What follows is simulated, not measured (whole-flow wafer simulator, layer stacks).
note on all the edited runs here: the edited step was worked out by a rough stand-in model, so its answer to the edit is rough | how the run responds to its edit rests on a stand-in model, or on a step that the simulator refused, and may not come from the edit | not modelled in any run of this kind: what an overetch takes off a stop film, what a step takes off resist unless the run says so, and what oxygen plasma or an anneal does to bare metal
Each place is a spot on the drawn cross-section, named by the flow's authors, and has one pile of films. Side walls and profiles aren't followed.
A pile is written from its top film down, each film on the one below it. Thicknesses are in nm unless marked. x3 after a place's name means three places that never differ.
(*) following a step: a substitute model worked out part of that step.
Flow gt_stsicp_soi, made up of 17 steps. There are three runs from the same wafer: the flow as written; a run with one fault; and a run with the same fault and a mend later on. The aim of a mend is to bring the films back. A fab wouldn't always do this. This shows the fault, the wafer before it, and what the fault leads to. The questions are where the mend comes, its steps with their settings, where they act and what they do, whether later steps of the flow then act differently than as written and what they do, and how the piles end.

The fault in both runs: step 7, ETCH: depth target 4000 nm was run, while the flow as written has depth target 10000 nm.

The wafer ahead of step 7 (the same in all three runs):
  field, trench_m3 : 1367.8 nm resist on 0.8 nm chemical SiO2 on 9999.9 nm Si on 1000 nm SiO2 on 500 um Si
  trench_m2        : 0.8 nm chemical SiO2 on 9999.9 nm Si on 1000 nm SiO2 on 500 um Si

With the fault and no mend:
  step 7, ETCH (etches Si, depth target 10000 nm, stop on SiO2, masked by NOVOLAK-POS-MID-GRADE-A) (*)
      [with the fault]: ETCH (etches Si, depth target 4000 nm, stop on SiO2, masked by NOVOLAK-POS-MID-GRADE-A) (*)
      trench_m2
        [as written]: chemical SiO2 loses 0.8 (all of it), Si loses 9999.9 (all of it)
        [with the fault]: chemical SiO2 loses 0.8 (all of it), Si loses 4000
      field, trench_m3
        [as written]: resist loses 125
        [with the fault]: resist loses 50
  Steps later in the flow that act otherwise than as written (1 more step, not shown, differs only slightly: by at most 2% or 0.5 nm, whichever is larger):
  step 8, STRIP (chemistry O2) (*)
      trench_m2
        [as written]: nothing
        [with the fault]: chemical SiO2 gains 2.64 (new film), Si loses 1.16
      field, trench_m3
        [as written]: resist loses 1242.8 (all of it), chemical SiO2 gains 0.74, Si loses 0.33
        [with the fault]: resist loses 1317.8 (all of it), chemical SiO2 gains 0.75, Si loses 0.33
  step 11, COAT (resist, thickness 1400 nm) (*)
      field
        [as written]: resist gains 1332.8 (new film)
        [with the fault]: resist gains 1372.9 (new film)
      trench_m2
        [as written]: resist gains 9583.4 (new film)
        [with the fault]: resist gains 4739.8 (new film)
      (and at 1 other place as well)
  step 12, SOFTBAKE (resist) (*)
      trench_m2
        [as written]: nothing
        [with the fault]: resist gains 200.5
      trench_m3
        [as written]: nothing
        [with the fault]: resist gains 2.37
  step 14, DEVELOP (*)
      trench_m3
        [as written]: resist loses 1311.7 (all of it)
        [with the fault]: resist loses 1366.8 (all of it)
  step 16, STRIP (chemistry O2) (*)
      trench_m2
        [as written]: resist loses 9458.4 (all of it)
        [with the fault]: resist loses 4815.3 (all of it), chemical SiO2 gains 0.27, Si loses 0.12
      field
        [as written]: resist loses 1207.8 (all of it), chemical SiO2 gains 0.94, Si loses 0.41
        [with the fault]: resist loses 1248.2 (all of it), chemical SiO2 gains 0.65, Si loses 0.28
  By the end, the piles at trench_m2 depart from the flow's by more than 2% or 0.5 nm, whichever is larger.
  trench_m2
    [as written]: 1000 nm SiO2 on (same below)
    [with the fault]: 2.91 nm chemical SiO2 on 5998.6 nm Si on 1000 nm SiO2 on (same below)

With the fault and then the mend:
  The mend follows step 7.
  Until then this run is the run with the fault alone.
  step 7a, ETCH (etches Si, depth target 6000 nm, stop on SiO2, masked by NOVOLAK-POS-MID-GRADE-A) (*) (a further turn of the flow's step 7, with different settings)
      field, trench_m3
        resist loses 75
      trench_m2
        Si loses 5999.9 (all of it)
  None of the later steps of the flow acts differently than as written at any place that is followed.
  At every place that both follow, the piles at the end match the flow's.
